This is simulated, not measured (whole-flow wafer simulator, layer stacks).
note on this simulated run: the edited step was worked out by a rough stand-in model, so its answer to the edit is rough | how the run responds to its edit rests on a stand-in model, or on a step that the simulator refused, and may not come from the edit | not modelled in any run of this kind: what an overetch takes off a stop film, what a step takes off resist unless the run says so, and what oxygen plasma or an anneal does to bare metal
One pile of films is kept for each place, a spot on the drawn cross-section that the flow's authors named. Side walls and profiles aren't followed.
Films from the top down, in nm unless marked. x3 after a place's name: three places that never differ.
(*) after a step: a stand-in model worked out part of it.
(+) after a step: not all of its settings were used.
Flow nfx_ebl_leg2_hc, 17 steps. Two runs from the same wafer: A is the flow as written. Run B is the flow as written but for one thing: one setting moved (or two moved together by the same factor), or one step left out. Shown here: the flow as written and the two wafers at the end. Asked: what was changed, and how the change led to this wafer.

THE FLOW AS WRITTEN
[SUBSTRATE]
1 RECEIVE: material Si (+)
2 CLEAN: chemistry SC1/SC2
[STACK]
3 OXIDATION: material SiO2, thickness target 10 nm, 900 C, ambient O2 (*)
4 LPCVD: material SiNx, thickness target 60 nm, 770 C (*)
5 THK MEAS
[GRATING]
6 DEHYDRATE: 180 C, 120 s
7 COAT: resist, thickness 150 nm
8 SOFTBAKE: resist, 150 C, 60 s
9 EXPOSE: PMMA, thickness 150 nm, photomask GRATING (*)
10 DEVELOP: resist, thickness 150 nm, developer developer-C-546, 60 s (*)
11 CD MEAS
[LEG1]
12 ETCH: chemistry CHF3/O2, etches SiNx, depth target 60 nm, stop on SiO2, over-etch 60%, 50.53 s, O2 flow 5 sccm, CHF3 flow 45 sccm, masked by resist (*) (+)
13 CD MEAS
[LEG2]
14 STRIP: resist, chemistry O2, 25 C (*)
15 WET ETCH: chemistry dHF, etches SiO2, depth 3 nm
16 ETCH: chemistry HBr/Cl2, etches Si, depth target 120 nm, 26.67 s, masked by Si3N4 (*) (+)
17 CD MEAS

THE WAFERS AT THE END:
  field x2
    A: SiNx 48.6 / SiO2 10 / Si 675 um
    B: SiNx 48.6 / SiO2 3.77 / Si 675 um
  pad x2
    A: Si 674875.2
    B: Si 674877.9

The cause: step 3, OXIDATION: 788 C was run, where the flow has 900 C.

How the change led to this, step by step:
  3 OXIDATION: material SiO2, thickness target 10 nm, 900 C, ambient O2 (*)
      field x2, pad x2: A SiO2 +10 (new film), chemical SiO2 -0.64 (all of it), Si -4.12 | B SiO2 +3.77 (new film), chemical SiO2 -0.64 (all of it), Si -1.38
  12 ETCH: chemistry CHF3/O2, etches SiNx, depth target 60 nm, stop on SiO2, over-etch 60%, 50.53 s, O2 flow 5 sccm, CHF3 flow 45 sccm, masked by resist (*) (+)
      pad x2: A SiNx -60 (all of it), SiO2 -10 (all of it) | B SiNx -60 (all of it), SiO2 -3.77 (all of it)
